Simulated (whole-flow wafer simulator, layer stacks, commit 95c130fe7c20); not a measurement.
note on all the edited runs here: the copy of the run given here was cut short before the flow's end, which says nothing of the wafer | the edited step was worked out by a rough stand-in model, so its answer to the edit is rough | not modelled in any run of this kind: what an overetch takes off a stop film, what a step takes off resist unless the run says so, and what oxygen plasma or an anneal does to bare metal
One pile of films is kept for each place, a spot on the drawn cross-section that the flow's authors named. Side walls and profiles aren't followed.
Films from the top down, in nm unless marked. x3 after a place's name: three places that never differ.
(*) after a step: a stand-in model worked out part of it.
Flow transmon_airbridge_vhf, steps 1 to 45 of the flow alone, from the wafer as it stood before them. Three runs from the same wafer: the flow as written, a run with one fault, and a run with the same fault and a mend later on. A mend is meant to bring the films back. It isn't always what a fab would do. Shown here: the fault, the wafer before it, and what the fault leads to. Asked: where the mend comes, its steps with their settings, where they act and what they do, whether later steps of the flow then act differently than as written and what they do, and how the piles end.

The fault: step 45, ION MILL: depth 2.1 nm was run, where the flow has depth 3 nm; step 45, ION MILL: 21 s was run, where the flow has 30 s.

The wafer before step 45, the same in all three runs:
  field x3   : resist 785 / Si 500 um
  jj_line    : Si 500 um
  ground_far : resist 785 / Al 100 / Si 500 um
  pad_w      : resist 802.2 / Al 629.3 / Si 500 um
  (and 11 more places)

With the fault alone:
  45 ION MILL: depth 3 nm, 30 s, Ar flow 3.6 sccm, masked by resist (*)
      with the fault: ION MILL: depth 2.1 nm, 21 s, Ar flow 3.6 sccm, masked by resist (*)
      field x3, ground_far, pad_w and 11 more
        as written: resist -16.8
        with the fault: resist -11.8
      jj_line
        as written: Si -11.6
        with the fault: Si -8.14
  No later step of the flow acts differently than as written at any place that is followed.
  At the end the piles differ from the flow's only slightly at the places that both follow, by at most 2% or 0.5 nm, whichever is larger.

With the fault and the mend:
  The mend comes after step 45.
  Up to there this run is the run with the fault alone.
  45a ION MILL: depth 0.9 nm, 9 s, Ar flow 3.6 sccm, masked by resist (*) (the flow's step 45 once more, with other settings)
      field x3, ground_far, pad_w and 11 more
        resist -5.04
      jj_line
        Si -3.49
  No later step of the flow acts differently than as written at any place that is followed.
  At the end the piles are the same as the flow's at every place that both follow.
